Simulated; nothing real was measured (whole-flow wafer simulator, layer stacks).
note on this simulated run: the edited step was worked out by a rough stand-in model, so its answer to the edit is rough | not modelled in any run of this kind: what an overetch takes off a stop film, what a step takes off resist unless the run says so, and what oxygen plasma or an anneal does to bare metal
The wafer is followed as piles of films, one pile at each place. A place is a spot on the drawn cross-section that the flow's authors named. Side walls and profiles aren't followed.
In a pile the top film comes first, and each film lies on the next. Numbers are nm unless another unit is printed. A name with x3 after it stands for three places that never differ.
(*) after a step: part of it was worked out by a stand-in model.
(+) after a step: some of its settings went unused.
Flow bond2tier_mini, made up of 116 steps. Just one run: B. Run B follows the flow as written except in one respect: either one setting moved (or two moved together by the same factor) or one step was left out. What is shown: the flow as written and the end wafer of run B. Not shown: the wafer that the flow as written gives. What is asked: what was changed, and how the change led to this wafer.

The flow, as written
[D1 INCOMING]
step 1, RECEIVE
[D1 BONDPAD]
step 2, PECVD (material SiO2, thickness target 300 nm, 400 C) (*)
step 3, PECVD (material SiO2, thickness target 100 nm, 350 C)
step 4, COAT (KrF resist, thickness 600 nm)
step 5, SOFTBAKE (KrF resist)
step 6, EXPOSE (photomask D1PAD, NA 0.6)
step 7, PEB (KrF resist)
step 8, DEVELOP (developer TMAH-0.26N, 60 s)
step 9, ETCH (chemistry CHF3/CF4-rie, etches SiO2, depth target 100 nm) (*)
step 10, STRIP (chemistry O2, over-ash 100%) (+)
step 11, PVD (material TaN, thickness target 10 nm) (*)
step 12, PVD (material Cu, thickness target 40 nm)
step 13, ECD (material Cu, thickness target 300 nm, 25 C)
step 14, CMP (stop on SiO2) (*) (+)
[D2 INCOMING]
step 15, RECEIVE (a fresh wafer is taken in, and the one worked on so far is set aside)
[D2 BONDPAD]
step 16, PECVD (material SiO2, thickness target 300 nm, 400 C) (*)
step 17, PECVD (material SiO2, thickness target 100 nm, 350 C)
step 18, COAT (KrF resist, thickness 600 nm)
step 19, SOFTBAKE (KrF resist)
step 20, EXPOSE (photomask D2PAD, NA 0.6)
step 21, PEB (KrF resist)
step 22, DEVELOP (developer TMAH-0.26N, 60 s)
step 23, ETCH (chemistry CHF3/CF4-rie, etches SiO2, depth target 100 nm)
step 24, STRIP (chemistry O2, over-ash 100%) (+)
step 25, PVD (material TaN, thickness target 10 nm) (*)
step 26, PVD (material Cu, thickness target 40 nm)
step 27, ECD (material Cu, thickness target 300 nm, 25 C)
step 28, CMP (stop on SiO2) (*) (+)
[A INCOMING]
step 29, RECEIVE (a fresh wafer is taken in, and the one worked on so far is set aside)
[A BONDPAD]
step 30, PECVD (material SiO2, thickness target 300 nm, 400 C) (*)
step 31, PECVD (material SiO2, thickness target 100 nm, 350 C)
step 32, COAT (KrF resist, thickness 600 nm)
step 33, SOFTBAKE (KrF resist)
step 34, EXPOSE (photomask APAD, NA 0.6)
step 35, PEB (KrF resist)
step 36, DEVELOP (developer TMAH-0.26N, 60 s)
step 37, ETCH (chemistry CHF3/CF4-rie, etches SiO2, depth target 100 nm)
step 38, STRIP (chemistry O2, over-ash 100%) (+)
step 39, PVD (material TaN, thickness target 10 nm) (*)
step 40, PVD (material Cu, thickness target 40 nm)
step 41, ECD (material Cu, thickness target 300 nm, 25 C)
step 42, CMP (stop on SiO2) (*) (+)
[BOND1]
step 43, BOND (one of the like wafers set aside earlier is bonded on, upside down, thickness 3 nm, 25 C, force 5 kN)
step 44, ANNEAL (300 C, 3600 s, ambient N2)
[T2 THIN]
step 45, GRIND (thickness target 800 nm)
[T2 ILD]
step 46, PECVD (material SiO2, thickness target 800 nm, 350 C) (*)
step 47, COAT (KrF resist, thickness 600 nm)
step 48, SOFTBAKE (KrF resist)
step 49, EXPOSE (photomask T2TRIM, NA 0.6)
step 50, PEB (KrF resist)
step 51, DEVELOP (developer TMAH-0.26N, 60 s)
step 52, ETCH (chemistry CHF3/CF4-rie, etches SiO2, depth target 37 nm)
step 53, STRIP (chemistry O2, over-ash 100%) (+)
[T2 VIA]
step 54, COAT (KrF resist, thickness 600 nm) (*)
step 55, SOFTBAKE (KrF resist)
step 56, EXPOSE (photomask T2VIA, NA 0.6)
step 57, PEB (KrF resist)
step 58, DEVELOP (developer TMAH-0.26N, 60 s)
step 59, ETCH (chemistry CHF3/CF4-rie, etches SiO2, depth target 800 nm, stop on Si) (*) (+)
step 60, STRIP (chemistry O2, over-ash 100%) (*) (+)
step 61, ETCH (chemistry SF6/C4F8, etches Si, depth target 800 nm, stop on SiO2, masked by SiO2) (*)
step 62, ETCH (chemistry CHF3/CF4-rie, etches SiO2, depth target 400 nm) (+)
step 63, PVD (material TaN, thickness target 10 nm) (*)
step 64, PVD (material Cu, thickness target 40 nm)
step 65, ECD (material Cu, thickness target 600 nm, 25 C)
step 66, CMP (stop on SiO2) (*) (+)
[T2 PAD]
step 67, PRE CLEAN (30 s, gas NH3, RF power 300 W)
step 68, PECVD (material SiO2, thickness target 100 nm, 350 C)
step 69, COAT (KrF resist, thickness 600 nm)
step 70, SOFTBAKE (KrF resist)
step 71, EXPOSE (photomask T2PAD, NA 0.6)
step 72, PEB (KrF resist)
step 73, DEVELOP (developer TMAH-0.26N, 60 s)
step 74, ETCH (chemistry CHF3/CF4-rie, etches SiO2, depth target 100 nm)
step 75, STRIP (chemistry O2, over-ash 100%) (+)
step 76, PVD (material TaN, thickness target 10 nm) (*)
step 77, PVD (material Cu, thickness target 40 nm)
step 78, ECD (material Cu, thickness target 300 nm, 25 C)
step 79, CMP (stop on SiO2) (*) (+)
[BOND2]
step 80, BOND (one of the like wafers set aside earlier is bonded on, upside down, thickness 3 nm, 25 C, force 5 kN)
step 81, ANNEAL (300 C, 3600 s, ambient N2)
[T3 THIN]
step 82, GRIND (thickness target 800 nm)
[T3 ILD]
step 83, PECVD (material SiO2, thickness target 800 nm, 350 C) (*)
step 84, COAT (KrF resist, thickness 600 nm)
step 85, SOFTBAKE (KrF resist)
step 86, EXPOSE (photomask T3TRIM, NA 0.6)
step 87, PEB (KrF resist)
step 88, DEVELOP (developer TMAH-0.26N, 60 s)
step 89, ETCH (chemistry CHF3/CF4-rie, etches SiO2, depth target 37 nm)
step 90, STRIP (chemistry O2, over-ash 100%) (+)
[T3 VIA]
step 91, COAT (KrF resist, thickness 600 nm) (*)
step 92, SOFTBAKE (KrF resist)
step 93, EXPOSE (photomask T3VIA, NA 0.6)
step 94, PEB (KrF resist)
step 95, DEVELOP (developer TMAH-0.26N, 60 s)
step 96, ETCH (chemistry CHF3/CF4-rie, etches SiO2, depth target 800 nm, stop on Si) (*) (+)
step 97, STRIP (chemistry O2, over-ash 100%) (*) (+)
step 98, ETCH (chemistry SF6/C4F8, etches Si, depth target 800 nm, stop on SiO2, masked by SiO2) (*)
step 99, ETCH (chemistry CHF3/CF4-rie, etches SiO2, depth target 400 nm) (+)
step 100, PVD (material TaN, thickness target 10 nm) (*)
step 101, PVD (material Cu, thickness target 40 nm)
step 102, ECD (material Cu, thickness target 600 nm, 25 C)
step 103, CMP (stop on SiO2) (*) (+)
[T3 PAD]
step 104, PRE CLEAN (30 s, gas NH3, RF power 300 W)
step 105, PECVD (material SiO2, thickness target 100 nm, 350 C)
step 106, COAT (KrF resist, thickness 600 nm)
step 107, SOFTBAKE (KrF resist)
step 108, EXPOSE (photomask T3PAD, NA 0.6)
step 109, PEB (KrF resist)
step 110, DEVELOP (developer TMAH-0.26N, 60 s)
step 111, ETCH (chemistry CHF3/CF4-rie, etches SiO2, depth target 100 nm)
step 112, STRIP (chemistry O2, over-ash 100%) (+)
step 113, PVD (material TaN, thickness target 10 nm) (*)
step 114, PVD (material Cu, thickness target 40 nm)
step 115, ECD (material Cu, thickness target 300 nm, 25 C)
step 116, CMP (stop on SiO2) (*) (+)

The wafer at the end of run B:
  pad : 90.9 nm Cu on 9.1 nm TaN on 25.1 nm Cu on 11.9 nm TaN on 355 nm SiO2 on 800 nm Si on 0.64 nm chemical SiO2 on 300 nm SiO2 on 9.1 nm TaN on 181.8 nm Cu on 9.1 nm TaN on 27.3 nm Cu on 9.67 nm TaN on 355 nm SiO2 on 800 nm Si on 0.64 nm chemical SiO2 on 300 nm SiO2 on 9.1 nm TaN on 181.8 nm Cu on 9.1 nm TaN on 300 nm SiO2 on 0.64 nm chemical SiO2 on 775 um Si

What caused this: step 100, PVD: thickness target 12.3 nm was run, while the flow as written has thickness target 10 nm.

Step by step, how the change led to this:
  step 100, PVD (material TaN, thickness target 10 nm) (*)
      field: TaN gains 12.3 (new film) (in the flow as written it would be: TaN gains 10 (new film))
      pad: TaN gains 11.9 (new film) (in the flow as written it would be: TaN gains 9.67 (new film))
  step 103, CMP (stop on SiO2) (*) (+)
      field: Cu loses 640 (all of it), TaN loses 12.3 (all of it) (in the flow as written it would be: Cu loses 640 (all of it), TaN loses 10 (all of it))
